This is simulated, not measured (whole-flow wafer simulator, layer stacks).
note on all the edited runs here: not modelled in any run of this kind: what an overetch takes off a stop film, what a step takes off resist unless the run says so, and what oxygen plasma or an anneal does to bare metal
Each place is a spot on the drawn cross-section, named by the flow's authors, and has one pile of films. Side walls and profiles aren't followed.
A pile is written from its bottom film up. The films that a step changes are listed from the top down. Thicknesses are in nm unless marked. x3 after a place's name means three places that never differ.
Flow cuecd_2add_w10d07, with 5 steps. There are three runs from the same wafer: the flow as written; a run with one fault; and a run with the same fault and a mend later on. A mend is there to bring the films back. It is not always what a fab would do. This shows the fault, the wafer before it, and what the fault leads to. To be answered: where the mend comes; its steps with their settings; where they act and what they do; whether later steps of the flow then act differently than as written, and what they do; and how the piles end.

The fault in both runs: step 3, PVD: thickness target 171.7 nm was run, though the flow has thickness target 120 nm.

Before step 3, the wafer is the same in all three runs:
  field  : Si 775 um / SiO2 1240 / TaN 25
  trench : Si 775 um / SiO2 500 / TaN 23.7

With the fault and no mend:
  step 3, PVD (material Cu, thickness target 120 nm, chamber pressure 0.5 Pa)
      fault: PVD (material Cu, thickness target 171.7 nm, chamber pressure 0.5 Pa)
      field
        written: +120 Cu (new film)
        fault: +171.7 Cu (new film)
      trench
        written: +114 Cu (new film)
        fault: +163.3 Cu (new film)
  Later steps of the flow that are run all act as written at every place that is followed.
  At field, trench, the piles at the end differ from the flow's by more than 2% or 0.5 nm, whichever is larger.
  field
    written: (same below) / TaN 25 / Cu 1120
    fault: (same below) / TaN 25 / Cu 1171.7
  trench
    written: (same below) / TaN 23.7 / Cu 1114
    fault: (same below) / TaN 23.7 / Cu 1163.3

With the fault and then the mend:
  The mend stands after step 3.
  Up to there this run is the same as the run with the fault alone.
  step 3a, ETCH (chemistry cu recess dil, depth target 197.6 nm)
      field
        -171.7 Cu (all of it)
      trench
        -163.3 Cu (all of it)
  step 3b, PVD (material Cu, thickness target 120 nm, chamber pressure 0.5 Pa) (the flow's step 3 again)
      field
        +120 Cu (new film)
      trench
        +114 Cu (new film)
  Later steps of the flow that are run all act as written at every place that is followed.
  By the end, the piles equal the flow's at every place that both follow.
